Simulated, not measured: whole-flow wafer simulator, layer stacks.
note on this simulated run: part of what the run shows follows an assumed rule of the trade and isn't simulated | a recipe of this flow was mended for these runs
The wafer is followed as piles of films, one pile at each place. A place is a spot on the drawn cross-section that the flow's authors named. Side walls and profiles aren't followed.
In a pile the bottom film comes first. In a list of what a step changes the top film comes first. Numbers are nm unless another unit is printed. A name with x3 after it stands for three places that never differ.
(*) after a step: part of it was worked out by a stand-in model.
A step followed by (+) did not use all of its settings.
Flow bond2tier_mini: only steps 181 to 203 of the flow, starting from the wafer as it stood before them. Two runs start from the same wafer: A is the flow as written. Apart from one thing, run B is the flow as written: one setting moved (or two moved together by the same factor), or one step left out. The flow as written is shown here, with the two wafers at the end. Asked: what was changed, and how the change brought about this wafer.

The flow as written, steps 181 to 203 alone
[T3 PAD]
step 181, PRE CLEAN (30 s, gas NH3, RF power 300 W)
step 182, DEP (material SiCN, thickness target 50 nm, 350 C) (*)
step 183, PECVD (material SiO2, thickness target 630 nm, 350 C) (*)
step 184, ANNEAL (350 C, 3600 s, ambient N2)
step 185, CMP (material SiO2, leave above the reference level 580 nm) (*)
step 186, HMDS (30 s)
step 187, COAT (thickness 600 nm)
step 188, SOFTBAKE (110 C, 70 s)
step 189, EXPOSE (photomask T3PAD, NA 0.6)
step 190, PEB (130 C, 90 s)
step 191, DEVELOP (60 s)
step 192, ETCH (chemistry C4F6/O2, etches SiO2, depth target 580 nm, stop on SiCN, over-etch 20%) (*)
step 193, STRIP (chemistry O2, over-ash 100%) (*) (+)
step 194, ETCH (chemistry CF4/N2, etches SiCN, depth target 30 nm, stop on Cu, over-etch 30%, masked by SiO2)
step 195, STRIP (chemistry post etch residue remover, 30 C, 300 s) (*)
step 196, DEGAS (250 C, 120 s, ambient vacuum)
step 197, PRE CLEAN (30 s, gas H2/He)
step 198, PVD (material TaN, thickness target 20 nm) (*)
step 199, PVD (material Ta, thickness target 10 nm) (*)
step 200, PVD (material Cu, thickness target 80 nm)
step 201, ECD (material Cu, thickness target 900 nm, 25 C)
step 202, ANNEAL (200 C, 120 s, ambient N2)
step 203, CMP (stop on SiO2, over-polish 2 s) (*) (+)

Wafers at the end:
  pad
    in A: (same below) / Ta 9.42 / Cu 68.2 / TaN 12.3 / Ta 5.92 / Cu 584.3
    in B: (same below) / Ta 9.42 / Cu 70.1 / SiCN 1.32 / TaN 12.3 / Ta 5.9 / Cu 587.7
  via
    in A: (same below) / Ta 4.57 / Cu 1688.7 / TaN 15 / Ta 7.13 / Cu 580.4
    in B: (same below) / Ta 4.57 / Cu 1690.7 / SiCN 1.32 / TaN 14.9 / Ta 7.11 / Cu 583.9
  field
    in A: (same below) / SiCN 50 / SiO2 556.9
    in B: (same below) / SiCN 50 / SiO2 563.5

The reason: step 194, ETCH: depth target 22.4 nm was run, while the flow as written has depth target 30 nm.

The path from the change to this, step by step:
  step 194, ETCH (chemistry CF4/N2, etches SiCN, depth target 30 nm, stop on Cu, over-etch 30%, masked by SiO2)
      pad, via: A SiCN loses 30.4 (all of it), Cu loses 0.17 | B SiCN loses 29.1
      field: A SiO2 loses 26 | B SiO2 loses 19.4
  step 195, STRIP (chemistry post etch residue remover, 30 C, 300 s) (*)
      pad, via: A Cu loses 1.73 | B nothing
With metal films that touch counted as one body, pad has 4 bodies (between them, from the top down: SiCN 1.32; SiO2 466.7 / Si 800 / chemical SiO2 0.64 / SiO2 300 / SiCN 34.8; SiO2 466.7 / Si 800 / chemical SiO2 0.64 / SiO2 300 / SiCN 34.8); the flow as written gives 3 bodies (between them, from the top down: SiO2 466.7 / Si 800 / chemical SiO2 0.64 / SiO2 300 / SiCN 34.8; SiO2 466.7 / Si 800 / chemical SiO2 0.64 / SiO2 300 / SiCN 34.8).
With metal films that touch counted as one body, via has 2 bodies (between them, from the top down: SiCN 1.32); the flow as written gives 1 body.
